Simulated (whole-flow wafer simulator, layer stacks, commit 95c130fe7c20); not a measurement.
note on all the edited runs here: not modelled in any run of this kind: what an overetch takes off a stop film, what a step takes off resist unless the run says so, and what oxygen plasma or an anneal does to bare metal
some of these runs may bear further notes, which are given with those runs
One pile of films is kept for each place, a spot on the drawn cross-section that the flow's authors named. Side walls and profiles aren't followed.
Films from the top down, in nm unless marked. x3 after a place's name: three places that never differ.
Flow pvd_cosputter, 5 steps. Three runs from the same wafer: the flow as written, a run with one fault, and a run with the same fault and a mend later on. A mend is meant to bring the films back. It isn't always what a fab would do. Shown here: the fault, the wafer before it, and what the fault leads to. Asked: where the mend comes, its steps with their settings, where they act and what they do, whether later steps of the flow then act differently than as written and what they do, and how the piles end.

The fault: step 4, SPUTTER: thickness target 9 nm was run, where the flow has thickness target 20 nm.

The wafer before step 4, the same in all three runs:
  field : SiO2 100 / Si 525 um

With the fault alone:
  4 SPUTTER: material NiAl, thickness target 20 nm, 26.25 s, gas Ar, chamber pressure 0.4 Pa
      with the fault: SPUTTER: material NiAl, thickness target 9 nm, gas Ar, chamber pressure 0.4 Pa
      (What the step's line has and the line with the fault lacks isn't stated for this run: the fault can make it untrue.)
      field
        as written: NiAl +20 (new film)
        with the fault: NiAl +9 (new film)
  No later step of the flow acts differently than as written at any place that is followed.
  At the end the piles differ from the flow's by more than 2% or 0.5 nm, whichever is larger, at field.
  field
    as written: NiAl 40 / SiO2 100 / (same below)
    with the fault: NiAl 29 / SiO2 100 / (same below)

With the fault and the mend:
  The mend comes after step 4.
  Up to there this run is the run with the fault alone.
  4a SPUTTER: material NiAl, thickness target 11 nm, gas Ar, chamber pressure 0.4 Pa (the flow's step 4 once more, with other settings)
      field
        NiAl +11
  No later step of the flow acts differently than as written at any place that is followed.
  At the end the piles are the same as the flow's at every place that both follow.
